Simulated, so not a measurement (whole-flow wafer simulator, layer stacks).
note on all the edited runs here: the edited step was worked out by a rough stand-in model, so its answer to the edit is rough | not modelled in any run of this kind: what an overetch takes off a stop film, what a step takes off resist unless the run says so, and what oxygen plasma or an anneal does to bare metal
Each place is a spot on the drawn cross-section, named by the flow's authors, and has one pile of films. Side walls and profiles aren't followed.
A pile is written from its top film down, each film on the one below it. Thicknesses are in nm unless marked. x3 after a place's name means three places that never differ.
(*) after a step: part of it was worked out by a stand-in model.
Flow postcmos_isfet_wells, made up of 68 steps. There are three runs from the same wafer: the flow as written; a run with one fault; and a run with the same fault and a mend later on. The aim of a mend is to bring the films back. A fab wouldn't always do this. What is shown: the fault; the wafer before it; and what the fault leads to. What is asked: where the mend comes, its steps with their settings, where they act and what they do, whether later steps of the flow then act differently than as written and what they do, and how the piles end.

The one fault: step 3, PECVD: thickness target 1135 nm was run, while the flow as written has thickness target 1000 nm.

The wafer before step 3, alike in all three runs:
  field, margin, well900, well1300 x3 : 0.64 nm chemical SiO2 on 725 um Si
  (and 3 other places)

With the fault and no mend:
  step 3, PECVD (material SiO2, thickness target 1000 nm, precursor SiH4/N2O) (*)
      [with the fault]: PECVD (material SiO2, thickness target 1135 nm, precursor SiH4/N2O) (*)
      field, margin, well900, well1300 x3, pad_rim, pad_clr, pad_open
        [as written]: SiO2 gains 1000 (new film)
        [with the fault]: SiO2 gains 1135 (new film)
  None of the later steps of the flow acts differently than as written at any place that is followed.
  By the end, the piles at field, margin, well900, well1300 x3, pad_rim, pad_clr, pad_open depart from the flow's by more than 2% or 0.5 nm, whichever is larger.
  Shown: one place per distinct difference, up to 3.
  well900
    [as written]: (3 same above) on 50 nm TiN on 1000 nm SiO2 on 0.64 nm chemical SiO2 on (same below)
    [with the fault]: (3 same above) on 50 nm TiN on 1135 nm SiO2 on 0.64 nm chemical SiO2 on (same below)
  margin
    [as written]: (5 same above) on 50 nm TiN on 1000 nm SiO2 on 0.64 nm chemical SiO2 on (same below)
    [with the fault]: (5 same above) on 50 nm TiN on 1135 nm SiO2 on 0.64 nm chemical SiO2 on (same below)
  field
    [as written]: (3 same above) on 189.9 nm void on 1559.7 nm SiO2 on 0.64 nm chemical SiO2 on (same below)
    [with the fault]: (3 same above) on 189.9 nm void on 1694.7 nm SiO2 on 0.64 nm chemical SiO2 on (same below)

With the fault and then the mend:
  After step 3 comes the mend.
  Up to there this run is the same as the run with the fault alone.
  step 3a, ETCH (chemistry boe, depth target 135 nm)
      field, margin, well900, well1300 x3, pad_rim, pad_clr, pad_open
        SiO2 loses 135
  None of the later steps of the flow acts differently than as written at any place that is followed.
  At every place that both follow, the piles at the end match the flow's.
